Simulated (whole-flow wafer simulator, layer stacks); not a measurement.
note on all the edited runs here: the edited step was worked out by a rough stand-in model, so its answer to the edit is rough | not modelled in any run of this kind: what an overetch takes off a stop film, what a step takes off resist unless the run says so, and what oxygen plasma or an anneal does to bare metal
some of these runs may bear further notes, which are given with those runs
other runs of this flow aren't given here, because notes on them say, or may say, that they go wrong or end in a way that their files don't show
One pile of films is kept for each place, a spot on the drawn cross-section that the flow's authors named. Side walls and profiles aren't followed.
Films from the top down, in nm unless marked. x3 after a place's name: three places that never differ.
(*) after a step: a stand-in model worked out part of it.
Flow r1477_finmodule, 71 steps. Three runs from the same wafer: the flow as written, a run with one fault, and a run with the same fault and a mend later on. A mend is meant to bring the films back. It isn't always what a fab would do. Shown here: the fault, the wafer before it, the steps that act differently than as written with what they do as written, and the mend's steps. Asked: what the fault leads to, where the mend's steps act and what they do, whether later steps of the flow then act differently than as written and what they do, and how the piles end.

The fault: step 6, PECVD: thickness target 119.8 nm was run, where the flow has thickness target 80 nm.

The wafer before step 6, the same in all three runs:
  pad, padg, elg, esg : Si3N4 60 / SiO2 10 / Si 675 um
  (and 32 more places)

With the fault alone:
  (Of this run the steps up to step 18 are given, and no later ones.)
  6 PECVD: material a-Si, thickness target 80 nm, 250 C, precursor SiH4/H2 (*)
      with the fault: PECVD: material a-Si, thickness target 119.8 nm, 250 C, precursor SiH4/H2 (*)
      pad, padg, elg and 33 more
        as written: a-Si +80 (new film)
        with the fault: a-Si +119.8 (new film)
  Later steps of the flow that act differently than as written:
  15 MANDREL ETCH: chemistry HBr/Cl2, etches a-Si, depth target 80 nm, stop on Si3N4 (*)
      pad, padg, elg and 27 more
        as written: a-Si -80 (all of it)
        with the fault: a-Si -80
  After step 18 the piles differ from the flow's by more than 2% or 0.5 nm, whichever is larger, at pad, padg, elg and 33 more.
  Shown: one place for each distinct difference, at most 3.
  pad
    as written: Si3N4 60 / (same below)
    with the fault: a-Si 39.8 / Si3N4 60 / (same below)
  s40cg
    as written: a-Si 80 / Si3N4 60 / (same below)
    with the fault: a-Si 119.8 / Si3N4 60 / (same below)

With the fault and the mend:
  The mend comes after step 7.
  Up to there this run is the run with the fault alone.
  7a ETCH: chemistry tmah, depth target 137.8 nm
      pad, padg, elg and 33 more
        a-Si -119.8 (all of it)
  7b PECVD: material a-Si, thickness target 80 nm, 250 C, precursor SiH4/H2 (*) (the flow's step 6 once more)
      pad, padg, elg and 33 more
        a-Si +80 (new film)
  No later step of the flow acts differently than as written at any place that is followed.
  At the end the piles are the same as the flow's at every place that both follow.
